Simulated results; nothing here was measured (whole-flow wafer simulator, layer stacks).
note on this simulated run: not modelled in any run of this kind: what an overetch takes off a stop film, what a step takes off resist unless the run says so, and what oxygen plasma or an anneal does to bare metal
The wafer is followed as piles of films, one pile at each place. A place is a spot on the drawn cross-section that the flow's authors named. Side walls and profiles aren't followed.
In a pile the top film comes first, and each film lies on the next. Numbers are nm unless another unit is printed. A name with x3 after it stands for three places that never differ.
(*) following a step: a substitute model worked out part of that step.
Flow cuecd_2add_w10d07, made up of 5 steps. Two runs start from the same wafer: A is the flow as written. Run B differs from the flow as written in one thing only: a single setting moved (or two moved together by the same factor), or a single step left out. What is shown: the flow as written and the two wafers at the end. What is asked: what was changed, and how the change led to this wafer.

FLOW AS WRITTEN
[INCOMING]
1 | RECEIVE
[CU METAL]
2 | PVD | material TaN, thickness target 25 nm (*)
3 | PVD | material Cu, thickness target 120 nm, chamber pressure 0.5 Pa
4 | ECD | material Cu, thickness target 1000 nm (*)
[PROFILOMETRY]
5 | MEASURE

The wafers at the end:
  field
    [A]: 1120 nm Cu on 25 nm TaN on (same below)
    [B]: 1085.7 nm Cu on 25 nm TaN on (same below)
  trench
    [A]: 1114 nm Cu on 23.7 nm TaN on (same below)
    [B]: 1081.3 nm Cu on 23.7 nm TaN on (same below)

Cause: step 3, PVD: thickness target 85.7 nm was run, while the flow as written has thickness target 120 nm.

The path from the change to this, step by step:
  3 | PVD | material Cu, thickness target 120 nm, chamber pressure 0.5 Pa
      field: A Cu gains 120 (new film) | B Cu gains 85.7 (new film)
      trench: A Cu gains 114 (new film) | B Cu gains 81.3 (new film)
